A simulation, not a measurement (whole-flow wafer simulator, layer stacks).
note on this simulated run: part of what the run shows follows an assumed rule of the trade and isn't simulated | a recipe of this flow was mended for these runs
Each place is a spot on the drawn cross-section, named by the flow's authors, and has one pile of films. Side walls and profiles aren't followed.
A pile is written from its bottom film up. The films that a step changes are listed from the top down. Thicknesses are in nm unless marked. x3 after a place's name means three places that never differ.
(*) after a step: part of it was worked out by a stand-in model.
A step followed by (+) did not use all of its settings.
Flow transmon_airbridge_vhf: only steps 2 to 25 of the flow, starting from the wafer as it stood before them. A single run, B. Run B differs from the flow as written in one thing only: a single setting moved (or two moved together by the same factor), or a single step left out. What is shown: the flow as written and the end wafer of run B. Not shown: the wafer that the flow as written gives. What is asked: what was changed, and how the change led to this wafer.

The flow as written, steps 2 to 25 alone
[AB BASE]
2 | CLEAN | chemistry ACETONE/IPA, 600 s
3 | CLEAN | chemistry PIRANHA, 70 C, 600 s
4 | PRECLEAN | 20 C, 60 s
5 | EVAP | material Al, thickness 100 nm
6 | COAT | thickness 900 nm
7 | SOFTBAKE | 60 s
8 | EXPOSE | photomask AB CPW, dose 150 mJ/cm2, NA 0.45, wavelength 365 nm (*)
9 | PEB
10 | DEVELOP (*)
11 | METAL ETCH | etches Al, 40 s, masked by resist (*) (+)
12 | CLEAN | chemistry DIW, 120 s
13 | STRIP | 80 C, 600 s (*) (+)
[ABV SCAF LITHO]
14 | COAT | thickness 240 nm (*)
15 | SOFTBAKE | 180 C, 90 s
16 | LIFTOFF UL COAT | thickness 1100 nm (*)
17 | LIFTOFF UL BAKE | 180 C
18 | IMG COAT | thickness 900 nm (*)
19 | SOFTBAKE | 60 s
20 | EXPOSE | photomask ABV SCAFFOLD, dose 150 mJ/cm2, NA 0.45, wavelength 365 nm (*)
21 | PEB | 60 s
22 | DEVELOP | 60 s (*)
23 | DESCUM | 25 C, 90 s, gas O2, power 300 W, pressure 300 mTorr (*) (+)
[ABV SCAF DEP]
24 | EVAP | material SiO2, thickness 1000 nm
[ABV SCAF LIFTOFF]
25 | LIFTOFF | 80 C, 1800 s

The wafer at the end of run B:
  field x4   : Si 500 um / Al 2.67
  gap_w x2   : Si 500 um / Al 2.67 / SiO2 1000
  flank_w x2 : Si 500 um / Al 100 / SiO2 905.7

The reason: step 11, METAL ETCH: 28 s was run, though the flow has 40 s.

The path from the change to this, step by step:
  11 | METAL ETCH | etches Al, 40 s, masked by resist (*) (+)
      field x4, gap_w x2: Al loses 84 (it would be, as written: Al loses 86.7 (all of it), Si loses 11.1)
      ground_far, pad_w x2, flank_w x2, cpw_trace, trace_open_s x2, margin_s x3: i-line-resist loses 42 (it would be, as written: i-line-resist loses 60)
  13 | STRIP | 80 C, 600 s (*) (+)
      ground_far, pad_w x2, flank_w x2, cpw_trace, trace_open_s x2, margin_s x3: i-line-resist loses 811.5 (all of it) (it would be, as written: i-line-resist loses 793.5 (all of it))
If metal films that touch count as one body, field x4 has 1 body; the flow as written gives 0 bodies.
If metal films that touch count as one body, gap_w x2 has 1 body; the flow as written gives 0 bodies.
